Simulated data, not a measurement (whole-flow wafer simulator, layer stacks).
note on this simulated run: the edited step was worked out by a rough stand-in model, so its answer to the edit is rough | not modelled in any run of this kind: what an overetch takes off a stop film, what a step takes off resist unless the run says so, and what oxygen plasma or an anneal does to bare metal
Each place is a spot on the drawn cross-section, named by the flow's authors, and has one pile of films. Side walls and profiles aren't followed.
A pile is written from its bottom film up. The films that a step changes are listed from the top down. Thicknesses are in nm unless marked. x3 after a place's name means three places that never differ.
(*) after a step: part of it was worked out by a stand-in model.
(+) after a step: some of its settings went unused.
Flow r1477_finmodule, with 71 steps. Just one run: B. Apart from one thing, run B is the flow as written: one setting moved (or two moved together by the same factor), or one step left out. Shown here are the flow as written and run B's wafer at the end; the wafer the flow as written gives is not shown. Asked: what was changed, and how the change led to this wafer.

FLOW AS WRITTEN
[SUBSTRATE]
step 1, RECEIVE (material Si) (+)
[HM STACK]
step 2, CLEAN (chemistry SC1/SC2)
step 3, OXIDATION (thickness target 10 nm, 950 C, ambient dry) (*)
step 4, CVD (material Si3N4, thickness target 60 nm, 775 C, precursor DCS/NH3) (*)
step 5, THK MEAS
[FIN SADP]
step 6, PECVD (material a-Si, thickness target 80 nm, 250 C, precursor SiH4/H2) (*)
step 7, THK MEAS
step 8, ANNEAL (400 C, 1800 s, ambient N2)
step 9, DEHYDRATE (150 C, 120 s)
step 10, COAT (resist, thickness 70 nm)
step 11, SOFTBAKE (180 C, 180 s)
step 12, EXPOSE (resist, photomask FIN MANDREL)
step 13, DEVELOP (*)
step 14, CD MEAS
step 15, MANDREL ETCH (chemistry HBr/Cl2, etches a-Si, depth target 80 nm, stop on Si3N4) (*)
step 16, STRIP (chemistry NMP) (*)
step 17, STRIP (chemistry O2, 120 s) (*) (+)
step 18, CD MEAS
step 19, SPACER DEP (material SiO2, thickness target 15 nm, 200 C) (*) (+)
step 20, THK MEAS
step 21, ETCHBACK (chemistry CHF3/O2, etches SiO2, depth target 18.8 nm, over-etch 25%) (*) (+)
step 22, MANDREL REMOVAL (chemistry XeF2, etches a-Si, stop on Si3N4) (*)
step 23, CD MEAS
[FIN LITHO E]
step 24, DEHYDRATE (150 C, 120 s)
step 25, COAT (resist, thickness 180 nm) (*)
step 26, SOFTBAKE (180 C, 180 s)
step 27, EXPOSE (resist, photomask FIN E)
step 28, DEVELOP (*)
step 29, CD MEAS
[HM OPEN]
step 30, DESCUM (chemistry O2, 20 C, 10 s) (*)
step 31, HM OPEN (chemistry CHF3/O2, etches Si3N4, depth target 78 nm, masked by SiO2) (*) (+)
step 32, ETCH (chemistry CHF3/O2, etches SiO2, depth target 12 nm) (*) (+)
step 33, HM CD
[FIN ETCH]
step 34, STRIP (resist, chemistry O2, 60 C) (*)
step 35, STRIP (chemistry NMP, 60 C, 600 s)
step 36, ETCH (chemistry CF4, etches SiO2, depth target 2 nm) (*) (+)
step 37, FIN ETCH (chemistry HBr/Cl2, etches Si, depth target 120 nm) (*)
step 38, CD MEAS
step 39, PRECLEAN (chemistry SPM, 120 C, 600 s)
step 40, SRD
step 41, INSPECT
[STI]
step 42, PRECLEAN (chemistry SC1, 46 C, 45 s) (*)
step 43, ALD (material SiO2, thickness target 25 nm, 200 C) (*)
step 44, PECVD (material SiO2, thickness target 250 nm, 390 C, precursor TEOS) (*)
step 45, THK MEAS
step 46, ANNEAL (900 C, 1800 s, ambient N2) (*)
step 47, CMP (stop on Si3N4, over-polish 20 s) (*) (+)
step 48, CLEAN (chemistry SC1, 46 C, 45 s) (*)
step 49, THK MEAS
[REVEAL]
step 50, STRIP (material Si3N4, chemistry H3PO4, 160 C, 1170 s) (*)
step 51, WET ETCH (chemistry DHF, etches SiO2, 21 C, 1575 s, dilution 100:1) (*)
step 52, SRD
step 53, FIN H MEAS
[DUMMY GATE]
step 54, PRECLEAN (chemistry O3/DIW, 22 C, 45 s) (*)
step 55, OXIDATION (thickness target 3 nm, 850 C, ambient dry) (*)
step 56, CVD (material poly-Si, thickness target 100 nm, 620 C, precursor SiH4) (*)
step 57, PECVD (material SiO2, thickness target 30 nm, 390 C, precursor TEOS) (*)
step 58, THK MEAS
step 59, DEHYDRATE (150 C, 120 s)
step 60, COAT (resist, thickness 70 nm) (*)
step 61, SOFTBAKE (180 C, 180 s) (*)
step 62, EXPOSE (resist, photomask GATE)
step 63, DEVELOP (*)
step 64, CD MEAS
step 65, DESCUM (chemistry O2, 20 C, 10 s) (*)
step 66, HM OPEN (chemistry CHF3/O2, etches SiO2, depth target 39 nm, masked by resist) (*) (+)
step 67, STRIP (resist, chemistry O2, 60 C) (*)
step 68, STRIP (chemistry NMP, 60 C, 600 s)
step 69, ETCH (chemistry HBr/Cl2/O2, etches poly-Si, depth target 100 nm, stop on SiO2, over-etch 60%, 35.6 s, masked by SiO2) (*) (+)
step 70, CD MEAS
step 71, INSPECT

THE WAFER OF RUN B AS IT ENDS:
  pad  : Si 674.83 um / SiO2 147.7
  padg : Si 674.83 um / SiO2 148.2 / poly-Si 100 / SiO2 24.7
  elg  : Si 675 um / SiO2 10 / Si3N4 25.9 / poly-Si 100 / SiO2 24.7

What caused this: step 37, FIN ETCH: depth target 165 nm was run, while the flow as written has depth target 120 nm.

The path from the change to this, step by step:
  step 37, FIN ETCH (chemistry HBr/Cl2, etches Si, depth target 120 nm) (*)
      pad, padg, esg and 19 more: -165 Si (it would be, as written: -120 Si)
      elg, e40lg, e100lg, e200lg, elo, e40lo, e100lo, e200lo: -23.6 Si3N4 (it would be, as written: -17.1 Si3N4)
      (also at 6 further places)
  step 43, ALD (material SiO2, thickness target 25 nm, 200 C) (*)
      s40cg, s45cg, s50cg, s40co, s45co, s50co: +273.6 SiO2 (new film) (it would be, as written: +232.1 SiO2 (new film))
      esg: +232.8 SiO2 (new film) (it would be, as written: +194.3 SiO2 (new film))
  step 47, CMP (stop on Si3N4, over-polish 20 s) (*) (+)
      pad, padg, e40sg and 11 more: -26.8 SiO2 (it would be, as written: -71.8 SiO2)
      elg, esg, e40lg and 6 more: -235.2 SiO2 (it would be, as written: -241.6 SiO2)
      (also at 1 further place)
  step 51, WET ETCH (chemistry DHF, etches SiO2, 21 C, 1575 s, dilution 100:1) (*)
      elg, e40lg, e100lg, e200lg, elo, e40lo, e100lo, e200lo: -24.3 SiO2 (all of it), -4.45 Si3N4 (it would be, as written: -17.8 SiO2 (all of it), -4.97 Si3N4)
  step 56, CVD (material poly-Si, thickness target 100 nm, 620 C, precursor SiH4) (*)
      esg: +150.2 poly-Si (new film) (it would be, as written: +156 poly-Si (new film))
  step 60, COAT (resist, thickness 70 nm) (*)
      e40sg, eso, e40so: +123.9 resist (new film) (it would be, as written: +129.5 resist (new film))
      e100sg, e100so: +123.9 resist (new film) (it would be, as written: +129.4 resist (new film))
      (also at 2 further places)
  step 63, DEVELOP (*)
      eso, e40so: -123.9 resist (all of it) (it would be, as written: -129.5 resist (all of it))
      e100so: -123.9 resist (all of it) (it would be, as written: -129.4 resist (all of it))
      (also at 1 further place)
  step 67, STRIP (resist, chemistry O2, 60 C) (*)
      e40sg: -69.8 resist (all of it) (it would be, as written: -75.4 resist (all of it))
      e100sg: -69.8 resist (all of it) (it would be, as written: -75.3 resist (all of it))
      (also at 1 further place)
